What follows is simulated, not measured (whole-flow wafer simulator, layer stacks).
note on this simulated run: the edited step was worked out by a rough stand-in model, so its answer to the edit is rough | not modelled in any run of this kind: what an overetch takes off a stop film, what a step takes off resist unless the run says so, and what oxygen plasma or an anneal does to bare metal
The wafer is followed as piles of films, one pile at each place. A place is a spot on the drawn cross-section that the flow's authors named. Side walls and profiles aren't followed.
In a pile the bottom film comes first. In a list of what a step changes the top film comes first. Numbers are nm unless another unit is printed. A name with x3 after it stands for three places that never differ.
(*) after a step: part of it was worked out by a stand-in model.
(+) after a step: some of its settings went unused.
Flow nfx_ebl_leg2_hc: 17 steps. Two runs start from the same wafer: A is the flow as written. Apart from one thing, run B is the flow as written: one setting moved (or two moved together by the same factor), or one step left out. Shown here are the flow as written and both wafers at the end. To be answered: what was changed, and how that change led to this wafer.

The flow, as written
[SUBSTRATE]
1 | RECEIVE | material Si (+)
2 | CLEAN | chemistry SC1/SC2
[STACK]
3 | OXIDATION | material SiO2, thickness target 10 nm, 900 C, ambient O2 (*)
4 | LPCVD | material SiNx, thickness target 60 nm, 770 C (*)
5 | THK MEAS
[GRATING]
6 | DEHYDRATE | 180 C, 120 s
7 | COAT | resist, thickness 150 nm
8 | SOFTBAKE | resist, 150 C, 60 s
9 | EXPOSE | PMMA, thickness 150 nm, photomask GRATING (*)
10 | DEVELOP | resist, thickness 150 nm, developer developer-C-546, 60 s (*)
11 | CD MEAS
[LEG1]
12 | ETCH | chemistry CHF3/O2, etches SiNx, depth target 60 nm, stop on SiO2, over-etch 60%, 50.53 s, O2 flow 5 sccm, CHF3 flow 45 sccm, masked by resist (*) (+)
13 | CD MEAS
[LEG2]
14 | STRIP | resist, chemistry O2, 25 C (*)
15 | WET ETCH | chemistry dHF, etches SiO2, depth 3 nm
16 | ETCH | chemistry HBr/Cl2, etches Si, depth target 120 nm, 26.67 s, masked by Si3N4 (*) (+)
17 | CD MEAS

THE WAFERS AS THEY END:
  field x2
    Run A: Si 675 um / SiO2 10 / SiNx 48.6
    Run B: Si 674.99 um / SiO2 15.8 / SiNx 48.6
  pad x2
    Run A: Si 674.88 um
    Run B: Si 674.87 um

What caused this: step 3, OXIDATION: thickness target 15.8 nm was run, though the flow has thickness target 10 nm.
One can read it off the wafer: field x2 has SiO2 15.8, and step 3 as written asks for 10 nm.

How this came from the change, step by step:
  3 | OXIDATION | material SiO2, thickness target 10 nm, 900 C, ambient O2 (*)
      field x2, pad x2: A +10 SiO2 (new film), -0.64 chemical SiO2 (all of it), -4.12 Si | B +15.8 SiO2 (new film), -0.64 chemical SiO2 (all of it), -6.67 Si
  12 | ETCH | chemistry CHF3/O2, etches SiNx, depth target 60 nm, stop on SiO2, over-etch 60%, 50.53 s, O2 flow 5 sccm, CHF3 flow 45 sccm, masked by resist (*) (+)
      pad x2: A -60 SiNx (all of it), -10 SiO2 (all of it) | B -60 SiNx (all of it), -15.8 SiO2 (all of it)
